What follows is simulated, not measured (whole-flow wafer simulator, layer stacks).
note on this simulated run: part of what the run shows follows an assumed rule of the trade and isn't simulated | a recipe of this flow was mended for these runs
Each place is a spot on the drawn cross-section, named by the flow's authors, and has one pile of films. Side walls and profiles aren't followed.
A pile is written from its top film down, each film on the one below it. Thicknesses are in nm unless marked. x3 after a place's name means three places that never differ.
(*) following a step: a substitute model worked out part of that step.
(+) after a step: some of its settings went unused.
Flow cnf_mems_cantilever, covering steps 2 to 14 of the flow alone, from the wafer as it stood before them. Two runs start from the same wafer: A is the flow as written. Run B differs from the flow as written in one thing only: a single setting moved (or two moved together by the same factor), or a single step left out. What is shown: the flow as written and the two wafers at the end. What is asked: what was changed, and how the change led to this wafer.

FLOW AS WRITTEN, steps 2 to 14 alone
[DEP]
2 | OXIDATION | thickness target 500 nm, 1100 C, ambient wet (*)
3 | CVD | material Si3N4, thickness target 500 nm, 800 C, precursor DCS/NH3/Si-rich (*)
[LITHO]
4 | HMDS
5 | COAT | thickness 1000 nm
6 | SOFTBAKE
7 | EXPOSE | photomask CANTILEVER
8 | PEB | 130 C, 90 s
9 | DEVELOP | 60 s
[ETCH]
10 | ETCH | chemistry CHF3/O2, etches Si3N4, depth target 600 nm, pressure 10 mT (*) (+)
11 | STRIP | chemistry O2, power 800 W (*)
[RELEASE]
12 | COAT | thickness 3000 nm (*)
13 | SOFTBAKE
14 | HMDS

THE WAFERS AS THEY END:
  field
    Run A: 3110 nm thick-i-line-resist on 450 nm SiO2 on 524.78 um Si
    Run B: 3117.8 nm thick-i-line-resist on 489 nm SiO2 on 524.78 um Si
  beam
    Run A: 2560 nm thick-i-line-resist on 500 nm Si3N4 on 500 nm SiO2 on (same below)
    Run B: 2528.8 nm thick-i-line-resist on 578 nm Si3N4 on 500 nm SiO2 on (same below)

What caused this: step 3, CVD: 812 C was run, while the flow as written has 800 C.

How this came from the change, step by step:
  3 | CVD | material Si3N4, thickness target 500 nm, 800 C, precursor DCS/NH3/Si-rich (*)
      field, beam: A Si3N4 gains 500 (new film) | B Si3N4 gains 578 (new film)
  10 | ETCH | chemistry CHF3/O2, etches Si3N4, depth target 600 nm, pressure 10 mT (*) (+)
      field: A Si3N4 loses 500 (all of it), SiO2 loses 50 | B Si3N4 loses 578 (all of it), SiO2 loses 11
  13 | SOFTBAKE
      field: A thick-i-line-resist gains 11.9 | B thick-i-line-resist gains 12.9
      beam: A thick-i-line-resist loses 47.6 | B thick-i-line-resist loses 51.7
